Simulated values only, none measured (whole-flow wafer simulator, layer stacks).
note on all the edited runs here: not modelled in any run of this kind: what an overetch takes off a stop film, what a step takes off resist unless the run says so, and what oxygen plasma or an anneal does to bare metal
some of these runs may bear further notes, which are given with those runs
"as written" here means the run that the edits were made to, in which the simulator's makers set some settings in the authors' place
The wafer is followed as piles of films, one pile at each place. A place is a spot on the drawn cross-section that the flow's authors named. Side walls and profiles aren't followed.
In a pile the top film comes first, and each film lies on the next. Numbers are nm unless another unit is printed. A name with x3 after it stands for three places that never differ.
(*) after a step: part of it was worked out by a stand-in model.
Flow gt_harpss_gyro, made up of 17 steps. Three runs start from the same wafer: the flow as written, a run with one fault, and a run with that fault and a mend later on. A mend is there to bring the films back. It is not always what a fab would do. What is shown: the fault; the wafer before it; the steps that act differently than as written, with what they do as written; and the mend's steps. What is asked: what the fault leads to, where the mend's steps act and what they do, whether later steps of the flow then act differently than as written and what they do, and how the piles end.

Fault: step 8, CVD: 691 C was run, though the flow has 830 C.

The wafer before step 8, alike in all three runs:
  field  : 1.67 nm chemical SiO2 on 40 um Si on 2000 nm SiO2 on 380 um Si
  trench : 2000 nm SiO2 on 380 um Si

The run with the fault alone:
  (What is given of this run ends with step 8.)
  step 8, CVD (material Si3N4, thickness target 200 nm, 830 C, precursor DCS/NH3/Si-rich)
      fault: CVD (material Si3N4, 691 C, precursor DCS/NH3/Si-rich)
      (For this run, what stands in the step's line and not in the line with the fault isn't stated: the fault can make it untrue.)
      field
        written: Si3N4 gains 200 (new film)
        fault: Si3N4 gains 22.2 (new film)
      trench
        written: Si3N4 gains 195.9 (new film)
        fault: Si3N4 gains 22.2 (new film)
  After step 8, at field, trench, the piles differ from the flow's by more than 2% or 0.5 nm, whichever is larger.
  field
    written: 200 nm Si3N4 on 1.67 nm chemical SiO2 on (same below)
    fault: 22.2 nm Si3N4 on 1.67 nm chemical SiO2 on (same below)
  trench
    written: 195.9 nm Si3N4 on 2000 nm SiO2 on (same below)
    fault: 22.2 nm Si3N4 on 2000 nm SiO2 on (same below)

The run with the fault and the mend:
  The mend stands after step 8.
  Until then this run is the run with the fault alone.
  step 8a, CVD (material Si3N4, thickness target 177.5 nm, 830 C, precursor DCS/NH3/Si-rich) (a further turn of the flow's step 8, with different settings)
      field
        Si3N4 gains 177.5
      trench
        Si3N4 gains 173.8
  Steps further on in the flow that do not act as written:
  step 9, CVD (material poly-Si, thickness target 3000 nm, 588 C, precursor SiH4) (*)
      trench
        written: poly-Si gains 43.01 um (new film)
        mend: poly-Si gains 43 um (new film)
  When the end is reached, the piles differ only a little from the flow's at the places that both follow, at most by 2% or 0.5 nm, whichever is larger.
